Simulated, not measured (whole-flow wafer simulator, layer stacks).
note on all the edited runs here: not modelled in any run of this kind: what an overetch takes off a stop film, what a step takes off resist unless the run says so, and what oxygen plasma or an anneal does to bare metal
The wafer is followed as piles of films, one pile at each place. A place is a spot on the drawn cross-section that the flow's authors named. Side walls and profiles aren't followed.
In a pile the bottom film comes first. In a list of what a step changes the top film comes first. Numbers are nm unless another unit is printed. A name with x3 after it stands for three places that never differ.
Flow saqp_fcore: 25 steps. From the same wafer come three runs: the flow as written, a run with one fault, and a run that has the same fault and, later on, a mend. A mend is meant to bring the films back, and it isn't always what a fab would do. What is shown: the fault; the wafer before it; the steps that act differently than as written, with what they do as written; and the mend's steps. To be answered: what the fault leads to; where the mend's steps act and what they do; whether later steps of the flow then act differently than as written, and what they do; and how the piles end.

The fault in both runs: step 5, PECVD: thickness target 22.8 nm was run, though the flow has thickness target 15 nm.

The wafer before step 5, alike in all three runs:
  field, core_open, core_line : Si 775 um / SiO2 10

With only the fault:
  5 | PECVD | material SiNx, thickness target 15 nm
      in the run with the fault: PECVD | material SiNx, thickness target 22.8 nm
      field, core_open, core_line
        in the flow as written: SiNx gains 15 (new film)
        in the run with the fault: SiNx gains 22.8 (new film)
  Every later step of the flow that is run acts as written at every place that is followed.
  By the end, the piles at field, core_open, core_line depart from the flow's by more than 2% or 0.5 nm, whichever is larger.
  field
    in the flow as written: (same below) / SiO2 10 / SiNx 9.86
    in the run with the fault: (same below) / SiO2 10 / SiNx 17.7
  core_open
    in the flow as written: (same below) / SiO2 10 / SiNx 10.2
    in the run with the fault: (same below) / SiO2 10 / SiNx 18
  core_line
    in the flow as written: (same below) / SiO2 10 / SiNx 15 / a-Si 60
    in the run with the fault: (same below) / SiO2 10 / SiNx 22.8 / a-Si 60

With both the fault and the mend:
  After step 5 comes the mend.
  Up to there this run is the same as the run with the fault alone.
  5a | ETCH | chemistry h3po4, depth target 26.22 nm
      field, core_open, core_line
        SiNx loses 22.8 (all of it)
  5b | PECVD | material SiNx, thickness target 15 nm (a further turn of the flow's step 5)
      field, core_open, core_line
        SiNx gains 15 (new film)
  Every later step of the flow that is run acts as written at every place that is followed.
  The piles end the same as the flow's at every place that both follow.
